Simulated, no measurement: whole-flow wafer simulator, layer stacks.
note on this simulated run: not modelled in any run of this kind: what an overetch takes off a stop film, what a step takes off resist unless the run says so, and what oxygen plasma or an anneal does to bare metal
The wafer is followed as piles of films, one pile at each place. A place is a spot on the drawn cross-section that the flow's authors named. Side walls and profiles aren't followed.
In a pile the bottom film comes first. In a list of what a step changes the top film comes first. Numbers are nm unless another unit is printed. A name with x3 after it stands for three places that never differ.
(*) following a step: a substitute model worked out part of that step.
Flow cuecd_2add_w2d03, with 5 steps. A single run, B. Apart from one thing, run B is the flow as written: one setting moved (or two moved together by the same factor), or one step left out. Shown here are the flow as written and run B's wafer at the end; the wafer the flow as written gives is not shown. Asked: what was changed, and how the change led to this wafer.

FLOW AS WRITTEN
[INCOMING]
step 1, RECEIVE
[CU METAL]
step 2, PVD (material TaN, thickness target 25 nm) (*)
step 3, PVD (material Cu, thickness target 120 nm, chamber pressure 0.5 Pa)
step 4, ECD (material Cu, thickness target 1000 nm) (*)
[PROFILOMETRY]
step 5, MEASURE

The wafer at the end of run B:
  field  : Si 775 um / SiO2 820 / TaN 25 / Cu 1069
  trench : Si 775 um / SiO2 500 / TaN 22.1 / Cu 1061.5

What caused this: step 3, PVD: thickness target 69 nm was run, while the flow as written has thickness target 120 nm.

How this came from the change, step by step:
  step 3, PVD (material Cu, thickness target 120 nm, chamber pressure 0.5 Pa)
      field: +69 Cu (new film) (as written it would have been: +120 Cu (new film))
      trench: +61.5 Cu (new film) (as written it would have been: +107.2 Cu (new film))
